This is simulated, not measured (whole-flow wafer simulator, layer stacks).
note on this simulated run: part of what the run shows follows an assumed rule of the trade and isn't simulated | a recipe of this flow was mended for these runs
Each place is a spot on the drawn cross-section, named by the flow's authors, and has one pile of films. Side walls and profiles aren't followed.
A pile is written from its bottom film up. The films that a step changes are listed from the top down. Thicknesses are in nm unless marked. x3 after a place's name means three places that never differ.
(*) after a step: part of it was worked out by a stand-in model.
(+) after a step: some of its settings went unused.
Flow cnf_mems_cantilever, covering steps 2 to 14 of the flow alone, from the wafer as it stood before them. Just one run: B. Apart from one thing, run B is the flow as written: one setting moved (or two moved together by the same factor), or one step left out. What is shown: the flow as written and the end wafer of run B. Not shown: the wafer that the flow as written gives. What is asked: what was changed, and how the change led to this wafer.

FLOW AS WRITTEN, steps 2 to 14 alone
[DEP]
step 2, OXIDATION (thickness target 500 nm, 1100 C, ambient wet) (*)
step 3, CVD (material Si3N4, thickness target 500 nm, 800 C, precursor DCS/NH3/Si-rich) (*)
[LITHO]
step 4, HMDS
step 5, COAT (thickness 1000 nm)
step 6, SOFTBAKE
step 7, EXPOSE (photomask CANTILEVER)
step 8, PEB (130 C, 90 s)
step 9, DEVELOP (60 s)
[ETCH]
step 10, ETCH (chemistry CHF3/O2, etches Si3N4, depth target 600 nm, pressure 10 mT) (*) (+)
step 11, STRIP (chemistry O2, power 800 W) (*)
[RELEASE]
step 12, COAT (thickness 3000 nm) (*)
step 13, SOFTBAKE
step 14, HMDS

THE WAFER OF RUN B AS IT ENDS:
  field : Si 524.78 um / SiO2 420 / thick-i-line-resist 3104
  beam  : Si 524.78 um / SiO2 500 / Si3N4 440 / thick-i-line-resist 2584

The reason: step 3, CVD: thickness target 440 nm was run, whereas the flow has thickness target 500 nm.
One can read it off the wafer: beam has Si3N4 440, and step 3 as written asks for 500 nm.

Step by step, how the change led to this:
  step 3, CVD (material Si3N4, thickness target 500 nm, 800 C, precursor DCS/NH3/Si-rich) (*)
      field, beam: +440 Si3N4 (new film) (it would be, as written: +500 Si3N4 (new film))
  step 10, ETCH (chemistry CHF3/O2, etches Si3N4, depth target 600 nm, pressure 10 mT) (*) (+)
      field: -440 Si3N4 (all of it), -80 SiO2 (it would be, as written: -500 Si3N4 (all of it), -50 SiO2)
  step 13, SOFTBAKE
      field: +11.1 thick-i-line-resist (it would be, as written: +11.9 thick-i-line-resist)
      beam: -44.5 thick-i-line-resist (it would be, as written: -47.6 thick-i-line-resist)
